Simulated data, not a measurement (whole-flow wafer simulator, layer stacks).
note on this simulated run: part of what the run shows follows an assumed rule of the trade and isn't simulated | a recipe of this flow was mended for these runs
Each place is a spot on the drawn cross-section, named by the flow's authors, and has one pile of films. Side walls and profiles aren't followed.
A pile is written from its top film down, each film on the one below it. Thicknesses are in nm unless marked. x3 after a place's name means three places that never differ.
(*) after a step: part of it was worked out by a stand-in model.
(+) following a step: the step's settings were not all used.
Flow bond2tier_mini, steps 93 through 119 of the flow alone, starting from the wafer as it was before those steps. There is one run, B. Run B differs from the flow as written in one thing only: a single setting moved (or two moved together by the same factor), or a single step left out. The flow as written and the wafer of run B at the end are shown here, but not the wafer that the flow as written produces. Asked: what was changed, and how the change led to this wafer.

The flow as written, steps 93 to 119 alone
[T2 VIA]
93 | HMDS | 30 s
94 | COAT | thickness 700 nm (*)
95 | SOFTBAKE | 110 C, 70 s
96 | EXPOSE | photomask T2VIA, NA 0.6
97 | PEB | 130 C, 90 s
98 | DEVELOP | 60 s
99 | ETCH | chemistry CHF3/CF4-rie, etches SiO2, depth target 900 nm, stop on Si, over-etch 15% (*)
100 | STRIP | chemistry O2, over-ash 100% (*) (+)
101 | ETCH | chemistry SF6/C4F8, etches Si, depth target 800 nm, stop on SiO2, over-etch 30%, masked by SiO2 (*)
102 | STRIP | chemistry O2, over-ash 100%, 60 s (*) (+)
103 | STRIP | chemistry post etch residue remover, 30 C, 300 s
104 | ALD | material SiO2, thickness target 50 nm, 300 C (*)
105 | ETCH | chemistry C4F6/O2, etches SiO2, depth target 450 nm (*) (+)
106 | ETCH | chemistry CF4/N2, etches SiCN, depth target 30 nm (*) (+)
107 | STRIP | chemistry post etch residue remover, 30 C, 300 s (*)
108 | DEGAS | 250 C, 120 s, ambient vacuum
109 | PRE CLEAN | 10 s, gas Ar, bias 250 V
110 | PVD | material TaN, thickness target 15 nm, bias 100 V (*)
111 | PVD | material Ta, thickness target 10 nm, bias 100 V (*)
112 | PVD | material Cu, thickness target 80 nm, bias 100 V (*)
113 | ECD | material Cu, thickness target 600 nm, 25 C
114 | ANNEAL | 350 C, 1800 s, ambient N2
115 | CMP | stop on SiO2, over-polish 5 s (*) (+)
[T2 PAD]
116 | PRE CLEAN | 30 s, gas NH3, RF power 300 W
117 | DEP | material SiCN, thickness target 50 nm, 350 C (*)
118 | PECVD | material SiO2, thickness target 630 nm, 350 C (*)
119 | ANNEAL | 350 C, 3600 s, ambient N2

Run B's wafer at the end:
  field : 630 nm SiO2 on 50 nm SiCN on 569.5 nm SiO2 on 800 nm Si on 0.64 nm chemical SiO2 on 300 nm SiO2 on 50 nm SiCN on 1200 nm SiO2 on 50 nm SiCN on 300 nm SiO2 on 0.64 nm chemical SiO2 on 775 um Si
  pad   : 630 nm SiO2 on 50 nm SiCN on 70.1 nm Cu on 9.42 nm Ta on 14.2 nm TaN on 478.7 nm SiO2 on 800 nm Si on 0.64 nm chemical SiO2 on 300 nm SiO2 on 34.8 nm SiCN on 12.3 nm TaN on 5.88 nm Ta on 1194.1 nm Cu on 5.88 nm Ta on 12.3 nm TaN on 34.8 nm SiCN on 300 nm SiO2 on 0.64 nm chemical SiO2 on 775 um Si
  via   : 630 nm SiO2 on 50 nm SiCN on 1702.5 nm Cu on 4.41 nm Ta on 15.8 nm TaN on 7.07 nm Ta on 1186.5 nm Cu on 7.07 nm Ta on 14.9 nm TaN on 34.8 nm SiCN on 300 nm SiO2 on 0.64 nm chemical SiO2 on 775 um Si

The reason: step 104, ALD: thickness target 62 nm was run, whereas the flow has thickness target 50 nm.

The path from the change to this, step by step:
  104 | ALD | material SiO2, thickness target 50 nm, 300 C (*)
      field, pad, via: SiO2 gains 62 (it would be, as written: SiO2 gains 50)
  105 | ETCH | chemistry C4F6/O2, etches SiO2, depth target 450 nm (*) (+)
      via: SiO2 loses 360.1 (all of it), SiCN loses 15.2 (it would be, as written: SiO2 loses 348.1 (all of it), SiCN loses 17.2)
  106 | ETCH | chemistry CF4/N2, etches SiCN, depth target 30 nm (*) (+)
      via: SiCN loses 19.7 (all of it), TaN loses 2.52 (it would be, as written: SiCN loses 17.6 (all of it), TaN loses 3.01)
  112 | PVD | material Cu, thickness target 80 nm, bias 100 V (*)
      via: Cu gains 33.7 (new film) (it would be, as written: Cu gains 35 (new film))
